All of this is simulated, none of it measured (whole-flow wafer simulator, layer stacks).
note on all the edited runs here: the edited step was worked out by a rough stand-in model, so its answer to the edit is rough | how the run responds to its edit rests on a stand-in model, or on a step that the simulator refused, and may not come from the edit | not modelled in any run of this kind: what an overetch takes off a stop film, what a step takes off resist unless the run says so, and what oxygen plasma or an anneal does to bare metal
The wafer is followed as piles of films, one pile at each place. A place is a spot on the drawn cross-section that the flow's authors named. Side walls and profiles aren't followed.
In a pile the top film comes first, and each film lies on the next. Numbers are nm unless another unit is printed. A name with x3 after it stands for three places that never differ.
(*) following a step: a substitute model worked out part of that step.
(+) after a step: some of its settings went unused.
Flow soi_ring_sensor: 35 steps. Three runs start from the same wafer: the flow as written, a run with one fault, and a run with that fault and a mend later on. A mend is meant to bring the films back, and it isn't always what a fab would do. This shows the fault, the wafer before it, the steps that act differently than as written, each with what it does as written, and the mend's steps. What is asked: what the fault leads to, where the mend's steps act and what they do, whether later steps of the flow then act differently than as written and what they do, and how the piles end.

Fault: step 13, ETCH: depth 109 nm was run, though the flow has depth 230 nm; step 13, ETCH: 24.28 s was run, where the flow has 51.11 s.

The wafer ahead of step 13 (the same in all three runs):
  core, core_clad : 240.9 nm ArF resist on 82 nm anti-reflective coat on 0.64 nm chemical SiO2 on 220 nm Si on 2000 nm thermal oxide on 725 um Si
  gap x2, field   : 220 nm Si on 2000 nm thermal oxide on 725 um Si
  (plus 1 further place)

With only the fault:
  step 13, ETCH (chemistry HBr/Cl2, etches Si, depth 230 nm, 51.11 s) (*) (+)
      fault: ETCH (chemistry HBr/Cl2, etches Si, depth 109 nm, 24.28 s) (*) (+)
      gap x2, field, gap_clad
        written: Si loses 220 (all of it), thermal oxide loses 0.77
        fault: Si loses 109
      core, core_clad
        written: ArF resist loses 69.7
        fault: ArF resist loses 33.1
  Steps later in the flow that act otherwise than as written (1 more step, not shown, differs only slightly: by at most 2% or 0.5 nm, whichever is larger):
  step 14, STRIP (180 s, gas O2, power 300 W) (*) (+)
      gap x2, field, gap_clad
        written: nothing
        fault: chemical SiO2 gains 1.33 (new film), Si loses 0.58
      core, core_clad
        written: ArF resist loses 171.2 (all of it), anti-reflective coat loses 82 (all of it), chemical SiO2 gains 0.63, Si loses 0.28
        fault: ArF resist loses 207.8 (all of it), anti-reflective coat loses 82 (all of it), chemical SiO2 gains 0.62, Si loses 0.27
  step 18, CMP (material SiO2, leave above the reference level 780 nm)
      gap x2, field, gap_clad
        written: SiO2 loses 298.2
        fault: SiO2 loses 410.8
  By the end, the piles at field depart from the flow's by more than 2% or 0.5 nm, whichever is larger.
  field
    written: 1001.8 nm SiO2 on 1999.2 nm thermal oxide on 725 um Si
    fault: 889.2 nm SiO2 on 1.33 nm chemical SiO2 on 110.4 nm Si on 2000 nm thermal oxide on 725 um Si

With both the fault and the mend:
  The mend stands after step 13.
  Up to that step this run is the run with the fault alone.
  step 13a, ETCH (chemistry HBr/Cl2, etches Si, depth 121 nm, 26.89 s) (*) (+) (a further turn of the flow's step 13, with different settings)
      gap x2, field, gap_clad
        Si loses 111 (all of it), thermal oxide loses 0.77
      core, core_clad
        ArF resist loses 36.7
  Later steps of the flow that are run all act as written at every place that is followed, up to a difference of at most 2% or 0.5 nm, whichever is larger.
  By the end, the piles equal the flow's at every place that both follow.
